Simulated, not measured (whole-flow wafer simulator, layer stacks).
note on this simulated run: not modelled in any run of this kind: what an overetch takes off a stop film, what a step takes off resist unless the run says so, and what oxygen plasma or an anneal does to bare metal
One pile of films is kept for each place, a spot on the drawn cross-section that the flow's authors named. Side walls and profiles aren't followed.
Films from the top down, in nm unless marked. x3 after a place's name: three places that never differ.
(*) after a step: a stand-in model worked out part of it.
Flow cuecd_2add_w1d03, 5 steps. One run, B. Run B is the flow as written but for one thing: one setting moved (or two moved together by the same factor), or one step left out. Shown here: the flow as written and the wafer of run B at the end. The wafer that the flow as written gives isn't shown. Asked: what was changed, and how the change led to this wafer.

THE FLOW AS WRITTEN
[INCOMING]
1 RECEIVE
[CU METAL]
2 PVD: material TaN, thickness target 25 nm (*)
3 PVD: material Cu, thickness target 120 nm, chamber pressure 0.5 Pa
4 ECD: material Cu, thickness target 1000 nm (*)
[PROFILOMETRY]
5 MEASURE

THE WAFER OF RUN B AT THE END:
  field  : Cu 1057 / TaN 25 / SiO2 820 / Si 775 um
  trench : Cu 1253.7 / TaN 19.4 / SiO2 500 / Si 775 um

The cause: step 3, PVD: thickness target 57 nm was run, where the flow has thickness target 120 nm.

How the change led to this, step by step:
  3 PVD: material Cu, thickness target 120 nm, chamber pressure 0.5 Pa
      field: Cu +57 (new film) (as written it would be: Cu +120 (new film))
      trench: Cu +44.4 (new film) (as written it would be: Cu +93.4 (new film))
